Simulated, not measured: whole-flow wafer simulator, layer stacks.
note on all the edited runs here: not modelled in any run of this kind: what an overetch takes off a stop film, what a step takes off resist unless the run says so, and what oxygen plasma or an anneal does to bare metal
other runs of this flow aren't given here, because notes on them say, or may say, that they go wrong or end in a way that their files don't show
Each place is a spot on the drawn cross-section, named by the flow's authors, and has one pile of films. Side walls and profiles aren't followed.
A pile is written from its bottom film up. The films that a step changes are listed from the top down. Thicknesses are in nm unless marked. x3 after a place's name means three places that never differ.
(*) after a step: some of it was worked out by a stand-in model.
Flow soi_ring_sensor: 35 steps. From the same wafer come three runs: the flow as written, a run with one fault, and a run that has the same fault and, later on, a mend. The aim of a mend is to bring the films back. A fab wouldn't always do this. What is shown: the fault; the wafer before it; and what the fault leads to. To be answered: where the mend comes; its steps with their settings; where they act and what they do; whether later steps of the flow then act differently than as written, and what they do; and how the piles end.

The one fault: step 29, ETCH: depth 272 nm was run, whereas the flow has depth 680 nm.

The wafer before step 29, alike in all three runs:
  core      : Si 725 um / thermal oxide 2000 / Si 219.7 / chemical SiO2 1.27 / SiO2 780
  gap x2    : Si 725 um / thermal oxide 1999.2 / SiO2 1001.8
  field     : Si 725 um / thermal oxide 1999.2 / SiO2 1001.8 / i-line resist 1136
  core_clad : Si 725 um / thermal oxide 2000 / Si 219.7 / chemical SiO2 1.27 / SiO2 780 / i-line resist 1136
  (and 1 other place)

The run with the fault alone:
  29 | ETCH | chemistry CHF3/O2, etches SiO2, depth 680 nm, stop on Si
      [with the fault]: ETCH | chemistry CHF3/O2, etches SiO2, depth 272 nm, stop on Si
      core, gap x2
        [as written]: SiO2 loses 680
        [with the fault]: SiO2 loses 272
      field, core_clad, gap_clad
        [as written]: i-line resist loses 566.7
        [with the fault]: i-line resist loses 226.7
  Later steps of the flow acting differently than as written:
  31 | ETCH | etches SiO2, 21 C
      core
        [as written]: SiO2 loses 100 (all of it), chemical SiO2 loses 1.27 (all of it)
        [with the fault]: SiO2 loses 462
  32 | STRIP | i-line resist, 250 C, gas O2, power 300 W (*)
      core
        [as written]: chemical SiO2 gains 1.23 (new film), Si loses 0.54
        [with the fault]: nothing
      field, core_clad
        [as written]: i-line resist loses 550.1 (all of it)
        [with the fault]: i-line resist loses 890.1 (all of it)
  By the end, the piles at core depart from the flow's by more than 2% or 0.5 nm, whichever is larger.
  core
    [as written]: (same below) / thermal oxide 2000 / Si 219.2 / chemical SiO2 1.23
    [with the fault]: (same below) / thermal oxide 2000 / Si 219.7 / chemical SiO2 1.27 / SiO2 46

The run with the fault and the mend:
  The mend follows step 29.
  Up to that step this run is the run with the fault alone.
  29a | ETCH | chemistry CHF3/O2, etches SiO2, depth 408 nm, stop on Si (a further turn of the flow's step 29, with different settings)
      core, gap x2
        SiO2 loses 408
      field, core_clad, gap_clad
        i-line resist loses 340
  Later steps of the flow that are run all act as written at every place that is followed.
  The piles end the same as the flow's at every place that both follow.
